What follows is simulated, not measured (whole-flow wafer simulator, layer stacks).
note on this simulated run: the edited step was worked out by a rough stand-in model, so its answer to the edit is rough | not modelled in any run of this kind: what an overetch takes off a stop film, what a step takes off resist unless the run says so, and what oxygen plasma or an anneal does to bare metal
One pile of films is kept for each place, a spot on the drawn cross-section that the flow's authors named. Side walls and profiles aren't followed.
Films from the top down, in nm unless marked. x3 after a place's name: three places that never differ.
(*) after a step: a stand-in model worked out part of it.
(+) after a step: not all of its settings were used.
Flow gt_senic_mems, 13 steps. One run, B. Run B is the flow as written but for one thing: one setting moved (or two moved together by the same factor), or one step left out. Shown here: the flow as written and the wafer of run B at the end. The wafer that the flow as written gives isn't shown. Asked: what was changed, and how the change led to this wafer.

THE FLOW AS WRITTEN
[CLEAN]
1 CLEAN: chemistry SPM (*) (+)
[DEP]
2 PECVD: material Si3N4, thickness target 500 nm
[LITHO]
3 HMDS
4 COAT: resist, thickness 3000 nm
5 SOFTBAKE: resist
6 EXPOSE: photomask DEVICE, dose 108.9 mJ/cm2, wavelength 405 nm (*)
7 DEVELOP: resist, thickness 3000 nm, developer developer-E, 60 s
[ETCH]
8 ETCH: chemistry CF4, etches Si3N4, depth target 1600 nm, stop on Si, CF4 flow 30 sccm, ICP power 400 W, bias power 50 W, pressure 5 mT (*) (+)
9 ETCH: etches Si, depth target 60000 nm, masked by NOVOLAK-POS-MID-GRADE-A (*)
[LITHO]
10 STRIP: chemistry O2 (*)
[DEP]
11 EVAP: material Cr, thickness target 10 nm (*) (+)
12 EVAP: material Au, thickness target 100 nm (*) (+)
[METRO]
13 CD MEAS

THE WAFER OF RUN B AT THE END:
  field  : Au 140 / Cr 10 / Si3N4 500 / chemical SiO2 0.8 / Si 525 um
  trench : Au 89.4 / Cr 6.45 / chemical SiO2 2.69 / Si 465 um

The cause: step 12, EVAP: thickness target 140 nm was run, where the flow has thickness target 100 nm.
It can be read off the wafer: field has Au 140, and step 12 as written asks for 100 nm.

How the change led to this, step by step:
  12 EVAP: material Au, thickness target 100 nm (*) (+)
      field: Au +140 (new film) (as written it would be: Au +100 (new film))
      trench: Au +89.4 (new film) (as written it would be: Au +64.1 (new film))
